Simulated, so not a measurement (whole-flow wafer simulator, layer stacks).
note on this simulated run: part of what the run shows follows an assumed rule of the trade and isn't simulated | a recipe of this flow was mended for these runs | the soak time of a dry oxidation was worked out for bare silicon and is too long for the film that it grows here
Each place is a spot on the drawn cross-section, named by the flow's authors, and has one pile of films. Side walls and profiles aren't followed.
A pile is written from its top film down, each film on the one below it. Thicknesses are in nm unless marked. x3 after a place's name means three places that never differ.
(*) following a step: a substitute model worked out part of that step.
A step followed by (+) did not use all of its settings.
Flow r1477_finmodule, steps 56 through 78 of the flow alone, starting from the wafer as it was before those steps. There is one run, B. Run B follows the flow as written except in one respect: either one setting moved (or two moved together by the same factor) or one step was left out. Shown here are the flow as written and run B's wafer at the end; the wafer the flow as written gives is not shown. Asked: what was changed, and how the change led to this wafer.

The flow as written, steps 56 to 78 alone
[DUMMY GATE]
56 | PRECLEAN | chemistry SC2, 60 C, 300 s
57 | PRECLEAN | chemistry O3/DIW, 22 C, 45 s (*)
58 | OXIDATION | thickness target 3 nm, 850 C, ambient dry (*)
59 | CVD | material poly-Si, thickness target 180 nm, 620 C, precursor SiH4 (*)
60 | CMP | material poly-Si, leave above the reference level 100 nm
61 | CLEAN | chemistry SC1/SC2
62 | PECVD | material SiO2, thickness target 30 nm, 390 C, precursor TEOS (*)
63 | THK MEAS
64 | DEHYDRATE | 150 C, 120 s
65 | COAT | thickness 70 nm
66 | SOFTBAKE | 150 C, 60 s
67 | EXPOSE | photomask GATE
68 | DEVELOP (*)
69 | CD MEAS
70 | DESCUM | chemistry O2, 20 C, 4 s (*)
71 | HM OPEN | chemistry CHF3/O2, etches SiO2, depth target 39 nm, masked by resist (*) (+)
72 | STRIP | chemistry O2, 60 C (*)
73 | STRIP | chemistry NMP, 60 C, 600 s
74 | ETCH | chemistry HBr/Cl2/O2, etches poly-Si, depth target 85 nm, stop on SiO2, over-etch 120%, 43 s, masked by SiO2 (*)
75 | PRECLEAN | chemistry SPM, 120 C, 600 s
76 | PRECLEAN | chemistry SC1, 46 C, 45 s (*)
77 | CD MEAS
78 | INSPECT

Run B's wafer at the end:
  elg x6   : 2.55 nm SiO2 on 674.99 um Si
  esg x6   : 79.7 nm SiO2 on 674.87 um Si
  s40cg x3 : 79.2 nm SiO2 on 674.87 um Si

Cause: step 62, PECVD: material SiO2, thickness target 30 nm, 390 C, precursor TEOS (*), was skipped.

The path from the change to this, step by step:
  71 | HM OPEN | chemistry CHF3/O2, etches SiO2, depth target 39 nm, masked by resist (*) (+)
      pad, elo x6, eso x3, e200lo, e200so, s40co x3, s40so x3: chemical SiO2 loses 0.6 (all of it), poly-Si loses 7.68 (in the flow as written it would be: SiO2 loses 30 (all of it), chemical SiO2 loses 0.6 (all of it), poly-Si loses 1.68)
      padg, elg x6, esg x6, e200lg, e200sg, s40cg x3: e-beam-resist loses 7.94 (in the flow as written it would be: e-beam-resist loses 37.4)
  72 | STRIP | chemistry O2, 60 C (*)
      padg, elg x6, esg x6, e200lg, e200sg, s40cg x3: e-beam-resist loses 55.4 (all of it), chemical SiO2 gains 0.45, poly-Si loses 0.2 (in the flow as written it would be: e-beam-resist loses 25.9 (all of it))
  74 | ETCH | chemistry HBr/Cl2/O2, etches poly-Si, depth target 85 nm, stop on SiO2, over-etch 120%, 43 s, masked by SiO2 (*)
      esg x6, e200sg, s40cg x3: chemical SiO2 loses 1.05 (all of it), poly-Si loses 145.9 (all of it), SiO2 loses 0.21 (in the flow as written it would be: SiO2 loses 7.44)
      elg x6, e200lg: chemical SiO2 loses 1.05 (all of it), poly-Si loses 99.5 (all of it), SiO2 loses 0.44 (in the flow as written it would be: SiO2 loses 7.44)
      (as well as at 19 more places)
